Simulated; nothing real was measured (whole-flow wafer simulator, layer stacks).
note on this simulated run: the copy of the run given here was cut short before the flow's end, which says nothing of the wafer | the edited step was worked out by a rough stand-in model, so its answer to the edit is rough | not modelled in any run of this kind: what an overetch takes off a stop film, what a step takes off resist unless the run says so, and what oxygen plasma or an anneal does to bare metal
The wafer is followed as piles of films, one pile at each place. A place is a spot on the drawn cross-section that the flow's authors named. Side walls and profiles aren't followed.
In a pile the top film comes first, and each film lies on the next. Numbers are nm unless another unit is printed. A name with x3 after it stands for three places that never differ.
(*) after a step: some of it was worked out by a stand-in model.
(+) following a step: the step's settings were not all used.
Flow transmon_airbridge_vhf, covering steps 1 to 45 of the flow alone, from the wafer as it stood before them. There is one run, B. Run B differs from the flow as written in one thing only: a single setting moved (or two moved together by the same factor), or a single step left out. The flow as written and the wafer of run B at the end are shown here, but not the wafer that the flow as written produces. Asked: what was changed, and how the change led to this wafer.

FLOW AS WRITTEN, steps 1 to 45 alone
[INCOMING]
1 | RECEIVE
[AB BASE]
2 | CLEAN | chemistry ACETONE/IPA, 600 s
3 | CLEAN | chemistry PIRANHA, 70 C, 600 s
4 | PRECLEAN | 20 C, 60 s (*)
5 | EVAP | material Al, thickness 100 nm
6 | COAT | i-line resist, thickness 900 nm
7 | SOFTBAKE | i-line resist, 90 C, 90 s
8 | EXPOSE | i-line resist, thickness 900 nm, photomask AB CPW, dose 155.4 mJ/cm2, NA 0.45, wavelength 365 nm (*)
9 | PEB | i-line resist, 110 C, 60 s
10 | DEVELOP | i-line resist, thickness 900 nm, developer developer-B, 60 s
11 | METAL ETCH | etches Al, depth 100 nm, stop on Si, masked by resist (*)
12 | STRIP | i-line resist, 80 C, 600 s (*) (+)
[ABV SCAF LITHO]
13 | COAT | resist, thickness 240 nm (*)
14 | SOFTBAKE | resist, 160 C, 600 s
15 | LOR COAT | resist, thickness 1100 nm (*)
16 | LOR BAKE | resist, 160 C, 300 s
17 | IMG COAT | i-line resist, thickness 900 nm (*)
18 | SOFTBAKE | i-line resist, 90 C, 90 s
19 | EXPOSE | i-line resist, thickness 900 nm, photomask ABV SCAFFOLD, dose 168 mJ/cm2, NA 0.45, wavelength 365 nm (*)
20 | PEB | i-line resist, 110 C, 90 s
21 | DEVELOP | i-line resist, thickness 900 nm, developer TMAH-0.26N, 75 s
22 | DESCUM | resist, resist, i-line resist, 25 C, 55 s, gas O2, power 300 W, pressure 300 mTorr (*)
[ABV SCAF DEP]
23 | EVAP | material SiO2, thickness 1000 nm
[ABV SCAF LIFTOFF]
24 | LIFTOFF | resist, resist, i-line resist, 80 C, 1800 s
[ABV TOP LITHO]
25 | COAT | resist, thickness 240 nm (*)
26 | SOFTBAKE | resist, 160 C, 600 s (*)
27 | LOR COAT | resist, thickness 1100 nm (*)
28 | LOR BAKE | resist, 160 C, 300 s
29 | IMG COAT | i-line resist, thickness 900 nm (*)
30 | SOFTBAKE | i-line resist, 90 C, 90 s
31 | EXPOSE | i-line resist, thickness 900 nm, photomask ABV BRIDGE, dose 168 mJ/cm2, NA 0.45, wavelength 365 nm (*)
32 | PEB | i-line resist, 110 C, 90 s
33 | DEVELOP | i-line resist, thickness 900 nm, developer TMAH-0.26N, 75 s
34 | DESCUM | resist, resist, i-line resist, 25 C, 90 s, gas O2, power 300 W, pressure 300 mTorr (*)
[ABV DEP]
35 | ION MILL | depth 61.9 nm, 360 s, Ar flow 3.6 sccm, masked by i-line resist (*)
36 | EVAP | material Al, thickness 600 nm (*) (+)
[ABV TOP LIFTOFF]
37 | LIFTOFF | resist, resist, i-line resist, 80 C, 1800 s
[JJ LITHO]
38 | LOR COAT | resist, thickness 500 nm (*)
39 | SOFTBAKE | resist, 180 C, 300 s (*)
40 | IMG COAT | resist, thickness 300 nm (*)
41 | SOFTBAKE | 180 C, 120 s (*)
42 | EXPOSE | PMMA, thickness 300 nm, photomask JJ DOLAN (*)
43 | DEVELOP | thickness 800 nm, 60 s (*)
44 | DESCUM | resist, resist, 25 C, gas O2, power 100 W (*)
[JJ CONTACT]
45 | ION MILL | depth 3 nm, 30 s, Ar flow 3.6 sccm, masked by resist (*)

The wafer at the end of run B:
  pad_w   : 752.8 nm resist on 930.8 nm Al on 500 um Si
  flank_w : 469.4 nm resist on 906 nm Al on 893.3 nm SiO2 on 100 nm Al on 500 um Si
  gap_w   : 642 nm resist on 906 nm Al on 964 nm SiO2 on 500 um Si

Cause: step 36, EVAP: thickness 906 nm was run, while the flow as written has thickness 600 nm.
The wafer itself shows it: flank_w has Al 906, and step 36 as written asks for 600 nm.

The path from the change to this, step by step:
  36 | EVAP | material Al, thickness 600 nm (*) (+)
      field x3, jj_line, ground_far and 10 more: Al gains 906 (new film) (in the flow as written it would be: Al gains 600 (new film))
      pad_w, pad_e: Al gains 892.8 (in the flow as written it would be: Al gains 591.2)
  37 | LIFTOFF | resist, resist, i-line resist, 80 C, 1800 s
      field x3, jj_line, trace_open_s x2: Al loses 906 (all of it), i-line resist loses 600 (all of it), resist loses 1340 (all of it) (in the flow as written it would be: Al loses 600 (all of it), i-line resist loses 600 (all of it), resist loses 1340 (all of it))
      margin_s, margin_n: Al loses 906 (all of it), i-line resist loses 318.3 (all of it), resist loses 992 (all of it) (in the flow as written it would be: Al loses 600 (all of it), i-line resist loses 318.3 (all of it), resist loses 992 (all of it))
      (and at 1 other place as well)
  38 | LOR COAT | resist, thickness 500 nm (*)
      pad_w, pad_e: resist gains 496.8 (new film) (in the flow as written it would be: resist gains 517 (new film))
      flank_w, flank_e: resist gains 299 (new film) (in the flow as written it would be: resist gains 306.5 (new film))
      (and at 6 other places as well)
  40 | IMG COAT | resist, thickness 300 nm (*)
      pad_w, pad_e: resist gains 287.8 (in the flow as written it would be: resist gains 300.1)
      flank_w, flank_e: resist gains 202.2 (in the flow as written it would be: resist gains 212.1)
      (and at 6 other places as well)
